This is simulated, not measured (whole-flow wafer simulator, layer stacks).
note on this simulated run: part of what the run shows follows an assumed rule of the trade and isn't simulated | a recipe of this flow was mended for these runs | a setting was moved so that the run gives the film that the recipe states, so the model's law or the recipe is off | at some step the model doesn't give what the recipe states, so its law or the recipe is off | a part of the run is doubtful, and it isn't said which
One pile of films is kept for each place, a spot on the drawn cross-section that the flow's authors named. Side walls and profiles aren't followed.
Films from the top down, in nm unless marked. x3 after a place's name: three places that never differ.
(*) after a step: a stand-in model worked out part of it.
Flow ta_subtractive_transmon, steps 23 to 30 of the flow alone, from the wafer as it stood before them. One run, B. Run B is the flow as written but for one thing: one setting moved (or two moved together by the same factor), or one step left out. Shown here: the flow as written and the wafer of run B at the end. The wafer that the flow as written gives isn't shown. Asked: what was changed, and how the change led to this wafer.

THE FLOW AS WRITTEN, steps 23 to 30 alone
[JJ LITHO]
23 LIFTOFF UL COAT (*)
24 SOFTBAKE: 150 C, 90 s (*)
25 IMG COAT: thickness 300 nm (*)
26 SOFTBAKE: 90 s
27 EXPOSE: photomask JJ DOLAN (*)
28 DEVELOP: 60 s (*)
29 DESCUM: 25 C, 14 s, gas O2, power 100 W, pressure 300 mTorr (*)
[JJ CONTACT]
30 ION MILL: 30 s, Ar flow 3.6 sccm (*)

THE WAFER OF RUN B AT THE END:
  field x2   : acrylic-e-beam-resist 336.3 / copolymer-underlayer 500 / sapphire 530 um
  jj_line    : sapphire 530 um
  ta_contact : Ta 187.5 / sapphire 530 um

The cause: step 25, IMG COAT: thickness 372 nm was run, where the flow has thickness 300 nm; step 30, ION MILL: 37.2 s was run, where the flow has 30 s.

How the change led to this, step by step:
  25 IMG COAT: thickness 300 nm (*)
      field x2, jj_line: acrylic-e-beam-resist +372 (new film) (as written it would be: acrylic-e-beam-resist +300 (new film))
      lead: acrylic-e-beam-resist +386.7 (new film) (as written it would be: acrylic-e-beam-resist +312.5 (new film))
      (and at 2 more places)
  28 DEVELOP: 60 s (*)
      jj_line: acrylic-e-beam-resist -372 (all of it), copolymer-underlayer -500 (all of it) (as written it would be: acrylic-e-beam-resist -300 (all of it), copolymer-underlayer -500 (all of it))
      lead: acrylic-e-beam-resist -386.7 (all of it), copolymer-underlayer -554.7 (all of it) (as written it would be: acrylic-e-beam-resist -312.5 (all of it), copolymer-underlayer -554.7 (all of it))
      (and at 1 more place)
  30 ION MILL: 30 s, Ar flow 3.6 sccm (*)
      field x2, ta_pad: acrylic-e-beam-resist -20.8 (as written it would be: acrylic-e-beam-resist -16.8)
      jj_line, lead: sapphire -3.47 (as written it would be: sapphire -2.8)
      (and at 1 more place)
